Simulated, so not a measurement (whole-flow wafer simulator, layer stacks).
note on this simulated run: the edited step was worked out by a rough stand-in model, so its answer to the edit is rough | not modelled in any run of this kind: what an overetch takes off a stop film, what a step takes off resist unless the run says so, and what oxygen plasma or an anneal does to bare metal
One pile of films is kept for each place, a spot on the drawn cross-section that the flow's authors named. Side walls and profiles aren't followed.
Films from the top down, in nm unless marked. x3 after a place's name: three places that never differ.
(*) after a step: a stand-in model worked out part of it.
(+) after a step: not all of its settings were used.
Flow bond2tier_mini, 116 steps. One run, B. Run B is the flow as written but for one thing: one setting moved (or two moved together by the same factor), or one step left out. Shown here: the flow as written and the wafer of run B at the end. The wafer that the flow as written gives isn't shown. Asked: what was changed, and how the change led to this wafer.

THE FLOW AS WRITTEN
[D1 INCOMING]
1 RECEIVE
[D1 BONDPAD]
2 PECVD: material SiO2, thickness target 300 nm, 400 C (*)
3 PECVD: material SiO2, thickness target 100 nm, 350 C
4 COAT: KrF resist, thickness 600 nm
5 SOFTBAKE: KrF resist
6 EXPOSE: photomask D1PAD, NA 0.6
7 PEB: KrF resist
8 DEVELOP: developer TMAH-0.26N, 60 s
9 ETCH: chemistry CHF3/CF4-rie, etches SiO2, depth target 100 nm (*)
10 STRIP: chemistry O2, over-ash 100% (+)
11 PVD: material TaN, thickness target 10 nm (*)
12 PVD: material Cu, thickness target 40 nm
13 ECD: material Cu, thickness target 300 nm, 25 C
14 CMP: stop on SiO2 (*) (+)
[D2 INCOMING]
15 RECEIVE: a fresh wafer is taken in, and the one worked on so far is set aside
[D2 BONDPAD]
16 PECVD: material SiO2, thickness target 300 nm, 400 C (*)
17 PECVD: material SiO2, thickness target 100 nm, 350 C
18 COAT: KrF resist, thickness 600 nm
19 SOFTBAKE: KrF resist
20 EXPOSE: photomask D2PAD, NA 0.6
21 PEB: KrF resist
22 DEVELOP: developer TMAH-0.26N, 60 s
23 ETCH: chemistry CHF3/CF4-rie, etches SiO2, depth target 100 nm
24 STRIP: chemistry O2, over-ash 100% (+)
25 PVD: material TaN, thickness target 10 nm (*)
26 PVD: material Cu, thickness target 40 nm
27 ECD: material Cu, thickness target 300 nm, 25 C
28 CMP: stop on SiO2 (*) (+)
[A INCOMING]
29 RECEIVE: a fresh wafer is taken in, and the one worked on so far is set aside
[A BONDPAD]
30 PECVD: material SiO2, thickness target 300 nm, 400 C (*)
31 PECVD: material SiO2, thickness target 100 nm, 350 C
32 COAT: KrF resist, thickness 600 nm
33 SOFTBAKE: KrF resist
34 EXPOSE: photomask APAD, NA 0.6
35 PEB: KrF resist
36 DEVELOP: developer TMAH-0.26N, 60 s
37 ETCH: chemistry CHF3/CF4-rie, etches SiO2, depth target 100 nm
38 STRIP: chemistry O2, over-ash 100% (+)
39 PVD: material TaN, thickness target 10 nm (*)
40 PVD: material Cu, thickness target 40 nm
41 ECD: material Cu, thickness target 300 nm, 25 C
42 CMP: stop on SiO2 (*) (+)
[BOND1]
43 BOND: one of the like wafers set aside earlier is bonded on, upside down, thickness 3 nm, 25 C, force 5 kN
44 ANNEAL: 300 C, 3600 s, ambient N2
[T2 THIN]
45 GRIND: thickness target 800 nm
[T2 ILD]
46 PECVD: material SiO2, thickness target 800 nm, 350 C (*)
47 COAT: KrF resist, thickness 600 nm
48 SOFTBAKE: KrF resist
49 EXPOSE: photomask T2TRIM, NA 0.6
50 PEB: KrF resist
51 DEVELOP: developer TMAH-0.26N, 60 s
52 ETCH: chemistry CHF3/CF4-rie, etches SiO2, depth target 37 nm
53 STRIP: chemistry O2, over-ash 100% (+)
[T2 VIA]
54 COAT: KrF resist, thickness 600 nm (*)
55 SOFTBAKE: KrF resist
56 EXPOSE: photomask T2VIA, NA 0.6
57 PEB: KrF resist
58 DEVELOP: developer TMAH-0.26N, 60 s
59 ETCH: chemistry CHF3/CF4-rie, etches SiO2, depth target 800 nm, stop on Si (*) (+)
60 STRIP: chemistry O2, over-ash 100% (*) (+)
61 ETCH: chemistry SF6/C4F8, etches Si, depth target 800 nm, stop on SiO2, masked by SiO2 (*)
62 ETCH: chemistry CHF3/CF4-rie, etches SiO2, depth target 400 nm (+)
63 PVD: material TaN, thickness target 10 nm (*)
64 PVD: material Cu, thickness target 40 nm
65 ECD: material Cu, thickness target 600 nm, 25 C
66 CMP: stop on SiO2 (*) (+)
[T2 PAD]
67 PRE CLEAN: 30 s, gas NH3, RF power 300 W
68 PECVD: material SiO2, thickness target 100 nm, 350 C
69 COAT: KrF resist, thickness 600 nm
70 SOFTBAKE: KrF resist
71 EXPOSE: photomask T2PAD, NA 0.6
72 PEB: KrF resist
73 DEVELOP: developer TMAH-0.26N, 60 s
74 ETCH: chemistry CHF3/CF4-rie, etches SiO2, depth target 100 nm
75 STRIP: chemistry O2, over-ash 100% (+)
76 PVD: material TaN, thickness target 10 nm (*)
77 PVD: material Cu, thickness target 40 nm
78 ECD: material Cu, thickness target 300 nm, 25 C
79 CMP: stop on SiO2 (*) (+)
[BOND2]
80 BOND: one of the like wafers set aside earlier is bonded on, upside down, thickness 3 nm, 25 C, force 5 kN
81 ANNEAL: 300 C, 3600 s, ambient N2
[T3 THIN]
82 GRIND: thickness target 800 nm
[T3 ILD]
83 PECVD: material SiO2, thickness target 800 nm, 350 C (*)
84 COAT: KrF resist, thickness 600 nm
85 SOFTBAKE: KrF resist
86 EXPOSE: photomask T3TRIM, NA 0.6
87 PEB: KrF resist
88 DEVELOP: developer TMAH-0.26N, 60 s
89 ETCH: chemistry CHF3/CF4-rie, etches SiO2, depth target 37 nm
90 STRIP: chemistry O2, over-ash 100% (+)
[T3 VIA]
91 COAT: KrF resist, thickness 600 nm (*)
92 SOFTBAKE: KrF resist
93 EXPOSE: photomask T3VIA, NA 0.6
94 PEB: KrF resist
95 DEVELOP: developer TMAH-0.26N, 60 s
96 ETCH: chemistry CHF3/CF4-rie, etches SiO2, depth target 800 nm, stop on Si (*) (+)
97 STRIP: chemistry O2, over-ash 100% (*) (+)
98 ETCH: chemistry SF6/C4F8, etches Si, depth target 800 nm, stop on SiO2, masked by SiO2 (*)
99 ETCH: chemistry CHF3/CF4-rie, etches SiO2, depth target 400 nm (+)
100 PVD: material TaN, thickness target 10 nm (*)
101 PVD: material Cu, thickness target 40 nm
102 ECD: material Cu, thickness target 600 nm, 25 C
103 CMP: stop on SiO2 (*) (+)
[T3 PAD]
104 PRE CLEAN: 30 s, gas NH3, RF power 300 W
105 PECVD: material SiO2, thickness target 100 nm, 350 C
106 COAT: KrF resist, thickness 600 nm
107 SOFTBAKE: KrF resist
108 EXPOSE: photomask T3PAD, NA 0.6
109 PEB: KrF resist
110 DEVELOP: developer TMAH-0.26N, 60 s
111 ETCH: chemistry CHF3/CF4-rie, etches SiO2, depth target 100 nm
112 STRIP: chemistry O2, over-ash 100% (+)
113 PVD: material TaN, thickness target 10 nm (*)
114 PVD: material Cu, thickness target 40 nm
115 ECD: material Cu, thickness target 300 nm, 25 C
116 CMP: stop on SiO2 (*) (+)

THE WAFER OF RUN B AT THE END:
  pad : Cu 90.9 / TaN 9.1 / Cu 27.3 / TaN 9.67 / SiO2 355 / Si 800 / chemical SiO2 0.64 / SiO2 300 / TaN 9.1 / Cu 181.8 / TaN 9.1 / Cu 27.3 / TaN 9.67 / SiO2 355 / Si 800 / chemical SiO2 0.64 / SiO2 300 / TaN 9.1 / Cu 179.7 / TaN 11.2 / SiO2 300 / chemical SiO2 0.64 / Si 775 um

The cause: step 39, PVD: thickness target 12.3 nm was run, where the flow has thickness target 10 nm.

How the change led to this, step by step:
  39 PVD: material TaN, thickness target 10 nm (*)
      field: TaN +12.3 (new film) (as written it would be: TaN +10 (new film))
      pad: TaN +11.2 (new film) (as written it would be: TaN +9.1 (new film))
      (and at 1 more place)
  42 CMP: stop on SiO2 (*) (+)
      field: Cu -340 (all of it), TaN -12.3 (all of it) (as written it would be: Cu -340 (all of it), TaN -10 (all of it))
